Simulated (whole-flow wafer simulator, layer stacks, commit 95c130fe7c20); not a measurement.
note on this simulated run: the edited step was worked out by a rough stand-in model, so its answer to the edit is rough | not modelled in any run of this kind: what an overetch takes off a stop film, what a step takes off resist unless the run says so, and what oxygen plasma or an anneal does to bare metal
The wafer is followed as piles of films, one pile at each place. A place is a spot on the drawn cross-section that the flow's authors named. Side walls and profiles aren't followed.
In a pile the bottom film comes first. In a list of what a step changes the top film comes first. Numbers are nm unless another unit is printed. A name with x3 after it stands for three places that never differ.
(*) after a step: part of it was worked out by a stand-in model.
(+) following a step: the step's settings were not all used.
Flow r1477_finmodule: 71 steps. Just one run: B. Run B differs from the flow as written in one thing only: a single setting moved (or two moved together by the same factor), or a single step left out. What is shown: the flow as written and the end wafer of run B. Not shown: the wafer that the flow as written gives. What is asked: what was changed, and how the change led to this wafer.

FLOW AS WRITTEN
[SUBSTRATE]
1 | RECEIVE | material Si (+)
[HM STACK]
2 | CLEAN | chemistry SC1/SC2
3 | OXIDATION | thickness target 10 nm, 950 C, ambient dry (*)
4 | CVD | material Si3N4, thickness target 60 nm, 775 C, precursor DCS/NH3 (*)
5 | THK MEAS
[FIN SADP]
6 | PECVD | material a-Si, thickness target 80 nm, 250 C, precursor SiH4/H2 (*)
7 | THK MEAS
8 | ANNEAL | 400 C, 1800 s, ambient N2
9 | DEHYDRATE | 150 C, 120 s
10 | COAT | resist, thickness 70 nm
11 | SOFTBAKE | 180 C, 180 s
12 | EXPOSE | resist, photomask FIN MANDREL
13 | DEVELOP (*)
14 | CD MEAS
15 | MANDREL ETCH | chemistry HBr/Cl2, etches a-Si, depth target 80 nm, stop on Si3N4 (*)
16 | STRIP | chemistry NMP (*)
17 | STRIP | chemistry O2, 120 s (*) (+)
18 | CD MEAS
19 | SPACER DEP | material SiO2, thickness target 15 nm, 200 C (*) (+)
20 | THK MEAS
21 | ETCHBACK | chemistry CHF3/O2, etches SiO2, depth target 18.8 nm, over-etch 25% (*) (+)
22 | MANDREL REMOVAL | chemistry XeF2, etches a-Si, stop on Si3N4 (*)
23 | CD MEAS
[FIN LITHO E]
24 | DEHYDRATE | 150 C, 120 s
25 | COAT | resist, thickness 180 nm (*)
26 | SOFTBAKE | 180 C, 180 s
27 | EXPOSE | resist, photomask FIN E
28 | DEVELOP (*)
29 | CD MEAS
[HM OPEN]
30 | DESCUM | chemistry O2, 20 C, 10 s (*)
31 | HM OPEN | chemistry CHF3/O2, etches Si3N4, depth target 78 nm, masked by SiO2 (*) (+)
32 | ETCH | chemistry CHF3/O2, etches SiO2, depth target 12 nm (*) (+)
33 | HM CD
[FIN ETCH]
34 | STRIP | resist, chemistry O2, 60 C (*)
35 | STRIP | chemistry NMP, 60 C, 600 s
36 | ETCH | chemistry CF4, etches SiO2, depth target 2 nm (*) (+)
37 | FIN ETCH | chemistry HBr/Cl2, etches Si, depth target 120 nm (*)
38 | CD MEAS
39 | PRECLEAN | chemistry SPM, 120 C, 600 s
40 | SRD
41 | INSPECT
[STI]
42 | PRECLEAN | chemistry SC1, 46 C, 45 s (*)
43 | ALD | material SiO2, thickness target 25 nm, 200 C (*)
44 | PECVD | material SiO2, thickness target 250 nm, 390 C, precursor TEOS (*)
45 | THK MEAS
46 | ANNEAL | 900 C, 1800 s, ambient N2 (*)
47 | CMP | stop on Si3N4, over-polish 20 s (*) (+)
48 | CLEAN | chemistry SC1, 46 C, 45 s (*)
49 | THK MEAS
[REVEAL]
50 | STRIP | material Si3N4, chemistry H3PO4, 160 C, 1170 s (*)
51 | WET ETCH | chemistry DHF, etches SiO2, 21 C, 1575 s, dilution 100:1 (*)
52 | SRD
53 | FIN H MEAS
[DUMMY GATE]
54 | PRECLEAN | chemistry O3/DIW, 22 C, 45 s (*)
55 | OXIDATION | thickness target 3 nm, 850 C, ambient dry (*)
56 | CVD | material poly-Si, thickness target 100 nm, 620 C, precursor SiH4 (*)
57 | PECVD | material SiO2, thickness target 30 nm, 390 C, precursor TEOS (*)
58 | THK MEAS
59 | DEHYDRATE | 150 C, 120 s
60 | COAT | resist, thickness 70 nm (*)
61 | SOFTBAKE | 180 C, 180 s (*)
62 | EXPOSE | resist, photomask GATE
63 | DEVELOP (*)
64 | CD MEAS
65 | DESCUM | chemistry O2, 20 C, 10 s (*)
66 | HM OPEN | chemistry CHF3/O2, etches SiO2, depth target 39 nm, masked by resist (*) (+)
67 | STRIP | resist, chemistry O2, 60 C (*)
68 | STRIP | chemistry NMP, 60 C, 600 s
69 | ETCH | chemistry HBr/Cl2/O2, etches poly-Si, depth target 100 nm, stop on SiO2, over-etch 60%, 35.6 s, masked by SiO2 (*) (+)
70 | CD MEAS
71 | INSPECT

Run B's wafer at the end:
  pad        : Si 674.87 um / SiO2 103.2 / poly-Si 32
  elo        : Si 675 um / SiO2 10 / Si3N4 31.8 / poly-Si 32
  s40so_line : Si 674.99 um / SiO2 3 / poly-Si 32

The reason: step 69, ETCH: depth target 41 nm was run, whereas the flow has depth target 100 nm; step 69, ETCH: 14.6 s was run, where the flow has 35.6 s.

The path from the change to this, step by step:
  69 | ETCH | chemistry HBr/Cl2/O2, etches poly-Si, depth target 100 nm, stop on SiO2, over-etch 60%, 35.6 s, masked by SiO2 (*) (+)
      pad, eso, e40so and 8 more: chemical SiO2 loses 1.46 (all of it), poly-Si loses 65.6 (in the flow as written it would be: chemical SiO2 loses 1.46 (all of it), poly-Si loses 97.6 (all of it), SiO2 loses 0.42)
      elo, e40lo, e100lo, e200lo: chemical SiO2 loses 1.46 (all of it), poly-Si loses 65.6 (in the flow as written it would be: chemical SiO2 loses 1.46 (all of it), poly-Si loses 97.6 (all of it), Si3N4 loses 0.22)
      (also at 21 further places)
